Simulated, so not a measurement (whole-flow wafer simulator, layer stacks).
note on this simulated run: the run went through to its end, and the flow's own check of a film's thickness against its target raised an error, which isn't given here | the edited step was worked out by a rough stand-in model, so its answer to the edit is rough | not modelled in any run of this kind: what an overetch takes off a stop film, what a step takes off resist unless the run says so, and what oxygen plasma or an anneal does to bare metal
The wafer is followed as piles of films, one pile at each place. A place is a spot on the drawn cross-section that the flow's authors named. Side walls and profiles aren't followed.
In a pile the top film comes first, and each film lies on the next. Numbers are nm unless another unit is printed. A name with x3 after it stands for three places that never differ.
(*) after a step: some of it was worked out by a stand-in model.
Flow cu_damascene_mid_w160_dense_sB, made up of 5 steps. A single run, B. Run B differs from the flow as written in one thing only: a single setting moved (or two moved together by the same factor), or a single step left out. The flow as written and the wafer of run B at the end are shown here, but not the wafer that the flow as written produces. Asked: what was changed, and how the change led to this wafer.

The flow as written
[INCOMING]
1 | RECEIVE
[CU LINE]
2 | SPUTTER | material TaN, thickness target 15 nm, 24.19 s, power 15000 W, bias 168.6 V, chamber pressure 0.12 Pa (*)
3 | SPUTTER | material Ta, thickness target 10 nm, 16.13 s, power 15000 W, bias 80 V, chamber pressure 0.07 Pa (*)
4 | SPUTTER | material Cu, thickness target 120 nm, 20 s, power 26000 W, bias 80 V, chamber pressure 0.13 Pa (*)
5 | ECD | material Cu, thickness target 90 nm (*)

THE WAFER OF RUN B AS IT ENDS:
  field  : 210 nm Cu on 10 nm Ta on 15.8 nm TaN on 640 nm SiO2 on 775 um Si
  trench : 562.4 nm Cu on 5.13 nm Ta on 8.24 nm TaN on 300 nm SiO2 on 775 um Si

The reason: step 2, SPUTTER: thickness target 15.8 nm was run, whereas the flow has thickness target 15 nm; step 2, SPUTTER: 25.4 s was run, where the flow has 24.19 s.
The wafer itself shows it: field has TaN 15.8, and step 2 as written asks for 15 nm.

Step by step, how the change led to this:
  2 | SPUTTER | material TaN, thickness target 15 nm, 24.19 s, power 15000 W, bias 168.6 V, chamber pressure 0.12 Pa (*)
      field: +15.8 TaN (new film) (it would be, as written: +15 TaN (new film))
